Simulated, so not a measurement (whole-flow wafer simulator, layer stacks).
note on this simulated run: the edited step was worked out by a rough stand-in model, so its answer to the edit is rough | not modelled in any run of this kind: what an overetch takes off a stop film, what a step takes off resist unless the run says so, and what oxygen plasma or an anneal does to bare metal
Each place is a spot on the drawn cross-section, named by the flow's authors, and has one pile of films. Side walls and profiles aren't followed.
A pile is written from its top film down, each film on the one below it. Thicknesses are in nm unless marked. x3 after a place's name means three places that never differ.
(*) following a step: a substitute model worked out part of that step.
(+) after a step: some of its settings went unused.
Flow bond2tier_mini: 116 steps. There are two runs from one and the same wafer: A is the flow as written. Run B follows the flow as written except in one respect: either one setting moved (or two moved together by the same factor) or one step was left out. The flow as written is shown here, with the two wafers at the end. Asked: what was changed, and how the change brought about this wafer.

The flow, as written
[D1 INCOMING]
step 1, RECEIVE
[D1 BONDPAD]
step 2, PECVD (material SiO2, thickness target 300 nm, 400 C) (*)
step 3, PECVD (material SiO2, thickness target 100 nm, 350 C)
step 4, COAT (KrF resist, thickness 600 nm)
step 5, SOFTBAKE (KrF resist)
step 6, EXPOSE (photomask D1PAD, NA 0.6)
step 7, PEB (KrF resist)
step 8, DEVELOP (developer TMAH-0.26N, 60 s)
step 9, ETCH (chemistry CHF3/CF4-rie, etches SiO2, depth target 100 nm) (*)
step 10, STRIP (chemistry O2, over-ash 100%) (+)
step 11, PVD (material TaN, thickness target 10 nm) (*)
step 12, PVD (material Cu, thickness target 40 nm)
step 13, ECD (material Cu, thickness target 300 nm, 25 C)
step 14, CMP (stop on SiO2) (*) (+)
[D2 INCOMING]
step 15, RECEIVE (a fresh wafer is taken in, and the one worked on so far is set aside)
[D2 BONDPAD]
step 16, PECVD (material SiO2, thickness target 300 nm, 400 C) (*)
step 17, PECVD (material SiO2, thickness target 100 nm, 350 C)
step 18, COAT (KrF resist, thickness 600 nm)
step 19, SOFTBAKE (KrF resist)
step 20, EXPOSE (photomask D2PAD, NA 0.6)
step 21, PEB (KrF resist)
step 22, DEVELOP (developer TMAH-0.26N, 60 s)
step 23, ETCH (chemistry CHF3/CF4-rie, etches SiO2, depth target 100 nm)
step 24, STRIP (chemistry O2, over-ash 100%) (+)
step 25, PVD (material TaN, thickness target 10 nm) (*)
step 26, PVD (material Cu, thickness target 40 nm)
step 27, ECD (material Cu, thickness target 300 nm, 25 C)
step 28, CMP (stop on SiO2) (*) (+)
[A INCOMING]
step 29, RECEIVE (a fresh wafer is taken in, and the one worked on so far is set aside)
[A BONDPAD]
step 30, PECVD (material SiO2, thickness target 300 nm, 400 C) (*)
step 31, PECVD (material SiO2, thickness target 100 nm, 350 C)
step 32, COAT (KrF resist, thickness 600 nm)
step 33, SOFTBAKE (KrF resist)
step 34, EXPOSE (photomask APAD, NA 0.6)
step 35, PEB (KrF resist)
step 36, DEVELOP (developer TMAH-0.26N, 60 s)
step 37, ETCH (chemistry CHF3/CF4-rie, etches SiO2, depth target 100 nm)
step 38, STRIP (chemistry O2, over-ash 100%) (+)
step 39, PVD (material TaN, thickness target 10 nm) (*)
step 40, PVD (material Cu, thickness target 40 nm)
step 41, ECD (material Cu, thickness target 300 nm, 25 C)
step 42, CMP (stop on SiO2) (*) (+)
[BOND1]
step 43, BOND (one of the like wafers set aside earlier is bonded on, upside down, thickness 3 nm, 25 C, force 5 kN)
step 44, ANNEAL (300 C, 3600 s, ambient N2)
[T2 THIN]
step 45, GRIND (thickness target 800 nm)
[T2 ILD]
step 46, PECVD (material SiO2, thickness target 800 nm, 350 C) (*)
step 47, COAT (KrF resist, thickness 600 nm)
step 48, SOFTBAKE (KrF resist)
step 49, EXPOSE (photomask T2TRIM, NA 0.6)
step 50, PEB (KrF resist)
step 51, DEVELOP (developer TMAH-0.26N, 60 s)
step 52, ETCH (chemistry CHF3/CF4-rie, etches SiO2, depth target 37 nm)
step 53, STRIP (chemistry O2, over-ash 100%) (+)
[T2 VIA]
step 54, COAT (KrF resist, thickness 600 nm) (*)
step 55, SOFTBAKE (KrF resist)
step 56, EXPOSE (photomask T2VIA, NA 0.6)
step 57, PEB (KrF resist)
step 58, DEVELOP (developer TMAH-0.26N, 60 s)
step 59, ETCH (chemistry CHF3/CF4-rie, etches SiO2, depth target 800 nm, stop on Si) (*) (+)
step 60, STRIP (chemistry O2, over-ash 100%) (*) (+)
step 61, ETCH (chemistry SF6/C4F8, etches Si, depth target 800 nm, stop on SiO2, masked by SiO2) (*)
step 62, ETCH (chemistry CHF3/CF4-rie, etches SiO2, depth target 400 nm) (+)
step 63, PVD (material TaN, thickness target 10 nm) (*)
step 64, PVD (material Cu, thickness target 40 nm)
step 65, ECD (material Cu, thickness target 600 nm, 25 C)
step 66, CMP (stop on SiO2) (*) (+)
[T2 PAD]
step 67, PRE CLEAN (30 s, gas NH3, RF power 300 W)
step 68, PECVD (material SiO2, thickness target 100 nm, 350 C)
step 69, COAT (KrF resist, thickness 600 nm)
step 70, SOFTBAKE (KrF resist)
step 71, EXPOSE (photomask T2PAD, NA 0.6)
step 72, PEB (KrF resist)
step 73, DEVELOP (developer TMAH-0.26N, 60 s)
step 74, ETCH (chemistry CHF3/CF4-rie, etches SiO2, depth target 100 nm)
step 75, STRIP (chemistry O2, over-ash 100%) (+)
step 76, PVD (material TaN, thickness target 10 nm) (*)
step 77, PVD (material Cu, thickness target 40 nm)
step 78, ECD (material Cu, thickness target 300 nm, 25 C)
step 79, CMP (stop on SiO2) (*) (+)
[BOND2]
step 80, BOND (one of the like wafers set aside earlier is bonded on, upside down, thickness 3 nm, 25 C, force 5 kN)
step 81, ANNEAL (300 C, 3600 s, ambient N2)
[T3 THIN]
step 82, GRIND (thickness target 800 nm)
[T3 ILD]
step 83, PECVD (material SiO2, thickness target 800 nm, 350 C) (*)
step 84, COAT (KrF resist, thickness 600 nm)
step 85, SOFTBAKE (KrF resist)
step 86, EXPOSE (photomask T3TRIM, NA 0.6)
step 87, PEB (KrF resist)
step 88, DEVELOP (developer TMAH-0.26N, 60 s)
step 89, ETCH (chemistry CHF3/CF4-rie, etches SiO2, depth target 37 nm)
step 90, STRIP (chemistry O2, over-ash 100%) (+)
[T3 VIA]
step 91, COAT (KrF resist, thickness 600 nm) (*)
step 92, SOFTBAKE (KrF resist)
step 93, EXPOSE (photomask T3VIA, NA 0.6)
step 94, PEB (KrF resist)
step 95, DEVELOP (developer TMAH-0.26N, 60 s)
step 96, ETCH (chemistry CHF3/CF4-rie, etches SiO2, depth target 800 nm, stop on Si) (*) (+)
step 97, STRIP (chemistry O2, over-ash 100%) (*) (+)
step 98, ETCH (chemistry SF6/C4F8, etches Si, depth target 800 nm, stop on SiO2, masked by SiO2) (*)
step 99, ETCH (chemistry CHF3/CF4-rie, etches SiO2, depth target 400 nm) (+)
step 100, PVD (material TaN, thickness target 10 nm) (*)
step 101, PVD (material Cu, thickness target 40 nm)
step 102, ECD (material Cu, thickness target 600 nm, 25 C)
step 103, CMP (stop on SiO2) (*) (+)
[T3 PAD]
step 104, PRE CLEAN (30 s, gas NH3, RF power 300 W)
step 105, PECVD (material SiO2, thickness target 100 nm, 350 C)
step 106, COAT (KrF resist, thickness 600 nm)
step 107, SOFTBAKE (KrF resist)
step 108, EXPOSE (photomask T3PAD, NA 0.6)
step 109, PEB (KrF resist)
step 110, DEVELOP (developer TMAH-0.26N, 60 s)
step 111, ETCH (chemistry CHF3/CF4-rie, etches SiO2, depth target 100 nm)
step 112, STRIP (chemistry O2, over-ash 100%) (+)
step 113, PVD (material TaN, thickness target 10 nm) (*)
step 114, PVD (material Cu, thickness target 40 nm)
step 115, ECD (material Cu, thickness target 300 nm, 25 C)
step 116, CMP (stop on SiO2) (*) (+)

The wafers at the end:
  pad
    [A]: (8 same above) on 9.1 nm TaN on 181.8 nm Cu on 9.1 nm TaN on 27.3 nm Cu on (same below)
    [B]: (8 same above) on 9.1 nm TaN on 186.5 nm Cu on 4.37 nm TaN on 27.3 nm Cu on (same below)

Cause: step 76, PVD: thickness target 4.8 nm was run, while the flow as written has thickness target 10 nm.

The path from the change to this, step by step:
  step 76, PVD (material TaN, thickness target 10 nm) (*)
      field: A TaN gains 10 (new film) | B TaN gains 4.8 (new film)
      pad: A TaN gains 9.1 (new film) | B TaN gains 4.37 (new film)
  step 79, CMP (stop on SiO2) (*) (+)
      field: A Cu loses 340 (all of it), TaN loses 10 (all of it) | B Cu loses 340 (all of it), TaN loses 4.8 (all of it)
